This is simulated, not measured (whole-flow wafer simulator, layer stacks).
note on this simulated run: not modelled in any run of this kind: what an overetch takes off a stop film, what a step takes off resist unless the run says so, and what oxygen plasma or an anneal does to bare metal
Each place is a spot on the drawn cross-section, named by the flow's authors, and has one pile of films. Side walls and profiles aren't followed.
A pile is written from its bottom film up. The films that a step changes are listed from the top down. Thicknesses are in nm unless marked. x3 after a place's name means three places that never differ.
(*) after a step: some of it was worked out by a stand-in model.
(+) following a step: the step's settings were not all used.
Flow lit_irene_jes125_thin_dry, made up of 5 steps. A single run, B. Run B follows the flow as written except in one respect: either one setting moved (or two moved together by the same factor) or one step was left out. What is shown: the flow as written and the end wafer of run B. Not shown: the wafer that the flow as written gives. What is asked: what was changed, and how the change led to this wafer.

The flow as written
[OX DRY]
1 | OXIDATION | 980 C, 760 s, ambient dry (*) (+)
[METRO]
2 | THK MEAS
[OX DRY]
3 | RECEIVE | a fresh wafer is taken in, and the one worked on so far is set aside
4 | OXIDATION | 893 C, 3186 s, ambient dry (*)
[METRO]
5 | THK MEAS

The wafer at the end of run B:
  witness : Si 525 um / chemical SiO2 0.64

Cause: step 4, OXIDATION: 893 C, 3186 s, ambient dry (*), was skipped.

How this came from the change, step by step:
  (no step that both runs have acts differently)
